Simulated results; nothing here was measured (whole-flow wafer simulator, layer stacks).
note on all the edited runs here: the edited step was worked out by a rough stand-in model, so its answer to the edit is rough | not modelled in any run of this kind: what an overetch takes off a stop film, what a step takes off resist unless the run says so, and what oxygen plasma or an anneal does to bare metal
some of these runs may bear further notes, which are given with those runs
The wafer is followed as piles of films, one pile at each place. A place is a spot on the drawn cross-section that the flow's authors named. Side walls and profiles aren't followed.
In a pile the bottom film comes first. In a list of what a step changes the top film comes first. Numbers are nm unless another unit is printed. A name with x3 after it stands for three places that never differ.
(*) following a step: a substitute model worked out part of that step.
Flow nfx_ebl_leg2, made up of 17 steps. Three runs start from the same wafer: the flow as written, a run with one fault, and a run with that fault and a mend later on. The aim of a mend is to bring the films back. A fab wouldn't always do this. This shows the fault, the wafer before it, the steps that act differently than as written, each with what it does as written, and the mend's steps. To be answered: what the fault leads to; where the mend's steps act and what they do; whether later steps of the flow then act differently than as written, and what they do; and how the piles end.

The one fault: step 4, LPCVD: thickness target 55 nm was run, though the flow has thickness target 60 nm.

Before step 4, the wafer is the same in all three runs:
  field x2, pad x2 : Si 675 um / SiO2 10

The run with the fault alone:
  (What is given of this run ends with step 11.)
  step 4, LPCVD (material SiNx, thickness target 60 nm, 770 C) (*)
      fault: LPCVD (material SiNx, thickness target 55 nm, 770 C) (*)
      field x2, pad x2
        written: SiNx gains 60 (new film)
        fault: SiNx gains 55 (new film)
  Later steps of the flow up to step 11 that are run all act as written at every place that is followed.
  Once step 11 is done, the piles at field x2, pad x2 depart from the flow's by more than 2% or 0.5 nm, whichever is larger.
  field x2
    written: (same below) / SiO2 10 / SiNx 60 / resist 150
    fault: (same below) / SiO2 10 / SiNx 55 / resist 150
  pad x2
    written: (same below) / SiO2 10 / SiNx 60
    fault: (same below) / SiO2 10 / SiNx 55

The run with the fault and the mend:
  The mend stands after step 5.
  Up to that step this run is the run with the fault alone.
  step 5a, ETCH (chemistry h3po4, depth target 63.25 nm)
      field x2, pad x2
        SiNx loses 55 (all of it)
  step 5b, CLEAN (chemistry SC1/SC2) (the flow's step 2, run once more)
      does not change any film at any place that is followed
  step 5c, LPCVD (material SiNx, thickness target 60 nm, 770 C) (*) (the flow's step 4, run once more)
      field x2, pad x2
        SiNx gains 60 (new film)
  Later steps of the flow that are run all act as written at every place that is followed.
  At every place that both follow, the piles at the end match the flow's.
